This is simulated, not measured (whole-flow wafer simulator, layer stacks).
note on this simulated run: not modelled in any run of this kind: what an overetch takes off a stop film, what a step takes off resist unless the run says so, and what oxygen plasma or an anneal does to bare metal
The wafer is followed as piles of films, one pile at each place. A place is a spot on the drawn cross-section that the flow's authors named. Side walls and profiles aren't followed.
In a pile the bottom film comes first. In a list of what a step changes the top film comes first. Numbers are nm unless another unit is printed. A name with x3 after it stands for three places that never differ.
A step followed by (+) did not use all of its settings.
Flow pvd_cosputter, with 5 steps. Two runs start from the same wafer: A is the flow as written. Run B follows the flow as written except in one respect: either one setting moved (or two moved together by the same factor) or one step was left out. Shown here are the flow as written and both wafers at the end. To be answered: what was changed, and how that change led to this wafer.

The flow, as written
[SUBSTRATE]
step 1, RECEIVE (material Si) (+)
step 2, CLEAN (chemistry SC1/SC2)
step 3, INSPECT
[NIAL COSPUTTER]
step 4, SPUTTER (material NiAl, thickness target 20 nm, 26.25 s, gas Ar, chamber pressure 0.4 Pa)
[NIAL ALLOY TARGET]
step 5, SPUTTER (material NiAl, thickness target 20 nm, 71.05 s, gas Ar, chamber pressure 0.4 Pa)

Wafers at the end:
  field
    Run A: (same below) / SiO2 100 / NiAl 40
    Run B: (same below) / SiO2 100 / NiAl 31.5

The reason: step 5, SPUTTER: thickness target 11.5 nm was run, whereas the flow has thickness target 20 nm; step 5, SPUTTER: 40.85 s was run, where the flow has 71.05 s.

How this came from the change, step by step:
  step 5, SPUTTER (material NiAl, thickness target 20 nm, 71.05 s, gas Ar, chamber pressure 0.4 Pa)
      field: A +20 NiAl | B +11.5 NiAl
